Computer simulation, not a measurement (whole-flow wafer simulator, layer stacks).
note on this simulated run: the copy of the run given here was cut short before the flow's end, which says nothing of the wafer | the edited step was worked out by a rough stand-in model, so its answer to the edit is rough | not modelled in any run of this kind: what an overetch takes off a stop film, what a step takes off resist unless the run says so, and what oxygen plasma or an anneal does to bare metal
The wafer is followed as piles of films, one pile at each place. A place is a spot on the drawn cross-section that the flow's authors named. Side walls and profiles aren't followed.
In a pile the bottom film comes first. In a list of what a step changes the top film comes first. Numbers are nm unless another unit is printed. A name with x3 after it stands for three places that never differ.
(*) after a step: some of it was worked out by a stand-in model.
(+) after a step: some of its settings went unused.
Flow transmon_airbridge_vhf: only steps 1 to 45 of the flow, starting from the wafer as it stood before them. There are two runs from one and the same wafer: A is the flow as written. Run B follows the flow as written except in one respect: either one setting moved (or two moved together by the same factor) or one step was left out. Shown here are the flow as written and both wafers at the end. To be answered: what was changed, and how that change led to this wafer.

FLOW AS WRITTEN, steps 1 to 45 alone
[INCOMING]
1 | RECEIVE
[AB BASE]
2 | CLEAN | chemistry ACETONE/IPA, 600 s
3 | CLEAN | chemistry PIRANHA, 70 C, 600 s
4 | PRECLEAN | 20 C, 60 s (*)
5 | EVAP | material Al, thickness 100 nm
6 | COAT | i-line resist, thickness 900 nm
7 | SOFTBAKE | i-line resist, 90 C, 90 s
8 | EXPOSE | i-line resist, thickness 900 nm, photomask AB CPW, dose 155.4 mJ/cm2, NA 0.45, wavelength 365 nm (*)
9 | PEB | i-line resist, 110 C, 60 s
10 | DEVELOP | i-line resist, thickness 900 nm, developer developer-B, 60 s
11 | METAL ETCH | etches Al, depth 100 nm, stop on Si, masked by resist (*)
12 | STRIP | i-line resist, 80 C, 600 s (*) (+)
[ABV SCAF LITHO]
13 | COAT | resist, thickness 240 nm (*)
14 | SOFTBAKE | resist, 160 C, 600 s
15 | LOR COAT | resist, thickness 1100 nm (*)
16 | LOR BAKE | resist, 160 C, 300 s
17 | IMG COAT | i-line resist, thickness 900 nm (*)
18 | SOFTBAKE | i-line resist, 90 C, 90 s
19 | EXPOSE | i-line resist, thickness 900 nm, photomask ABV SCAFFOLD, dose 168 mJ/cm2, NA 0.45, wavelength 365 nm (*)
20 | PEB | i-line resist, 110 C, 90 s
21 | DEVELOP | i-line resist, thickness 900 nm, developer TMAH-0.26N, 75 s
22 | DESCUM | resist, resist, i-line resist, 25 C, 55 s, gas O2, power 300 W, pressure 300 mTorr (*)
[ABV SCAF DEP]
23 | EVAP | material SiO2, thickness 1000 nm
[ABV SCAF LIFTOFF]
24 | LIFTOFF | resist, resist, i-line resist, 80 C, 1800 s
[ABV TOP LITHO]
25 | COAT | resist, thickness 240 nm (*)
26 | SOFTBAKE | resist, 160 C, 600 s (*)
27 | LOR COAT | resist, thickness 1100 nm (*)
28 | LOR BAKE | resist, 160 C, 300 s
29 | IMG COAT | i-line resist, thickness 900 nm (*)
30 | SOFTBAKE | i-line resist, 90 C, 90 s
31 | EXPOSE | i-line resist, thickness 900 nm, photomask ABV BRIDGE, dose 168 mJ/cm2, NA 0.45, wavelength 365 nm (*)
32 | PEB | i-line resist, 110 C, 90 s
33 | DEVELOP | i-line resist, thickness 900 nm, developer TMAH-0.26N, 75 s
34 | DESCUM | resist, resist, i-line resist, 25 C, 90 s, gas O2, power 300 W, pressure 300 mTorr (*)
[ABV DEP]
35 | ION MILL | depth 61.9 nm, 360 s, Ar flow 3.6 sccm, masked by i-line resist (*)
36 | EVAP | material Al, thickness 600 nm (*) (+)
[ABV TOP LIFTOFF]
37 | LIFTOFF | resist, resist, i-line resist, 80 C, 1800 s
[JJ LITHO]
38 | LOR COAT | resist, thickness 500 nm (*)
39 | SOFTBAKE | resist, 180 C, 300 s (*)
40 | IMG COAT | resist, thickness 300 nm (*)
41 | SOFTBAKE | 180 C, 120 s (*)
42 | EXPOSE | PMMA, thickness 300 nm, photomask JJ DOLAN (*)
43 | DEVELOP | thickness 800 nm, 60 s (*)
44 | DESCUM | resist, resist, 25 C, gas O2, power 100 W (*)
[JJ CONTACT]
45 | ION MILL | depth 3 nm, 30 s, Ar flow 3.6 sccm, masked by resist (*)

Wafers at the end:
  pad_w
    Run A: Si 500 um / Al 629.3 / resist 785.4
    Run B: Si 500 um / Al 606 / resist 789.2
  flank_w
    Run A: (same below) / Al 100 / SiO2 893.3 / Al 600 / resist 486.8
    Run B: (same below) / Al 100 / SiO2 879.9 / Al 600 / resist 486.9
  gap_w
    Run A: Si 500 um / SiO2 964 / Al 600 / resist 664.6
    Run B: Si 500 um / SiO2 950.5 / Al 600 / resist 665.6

The reason: step 35, ION MILL: depth 85.1 nm was run, though the flow has depth 61.9 nm; step 35, ION MILL: 495 s was run, where the flow has 360 s.

The path from the change to this, step by step:
  35 | ION MILL | depth 61.9 nm, 360 s, Ar flow 3.6 sccm, masked by i-line resist (*)
      field x3, jj_line, ground_far, trace_open_s x2, margin_s, margin_n: A -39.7 i-line resist | B -54.6 i-line resist
      flank_w, gap_w, cpw_trace, gap_e, flank_e, bridge_strip: A -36 SiO2 | B -49.5 SiO2
      (also at 2 further places)
  37 | LIFTOFF | resist, resist, i-line resist, 80 C, 1800 s
      field x3, jj_line, trace_open_s x2: A -600 Al (all of it), -600 i-line resist (all of it), -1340 resist (all of it) | B -600 Al (all of it), -585.1 i-line resist (all of it), -1340 resist (all of it)
      margin_s, margin_n: A -600 Al (all of it), -318.3 i-line resist (all of it), -992 resist (all of it) | B -600 Al (all of it), -303.4 i-line resist (all of it), -992 resist (all of it)
      (also at 1 further place)
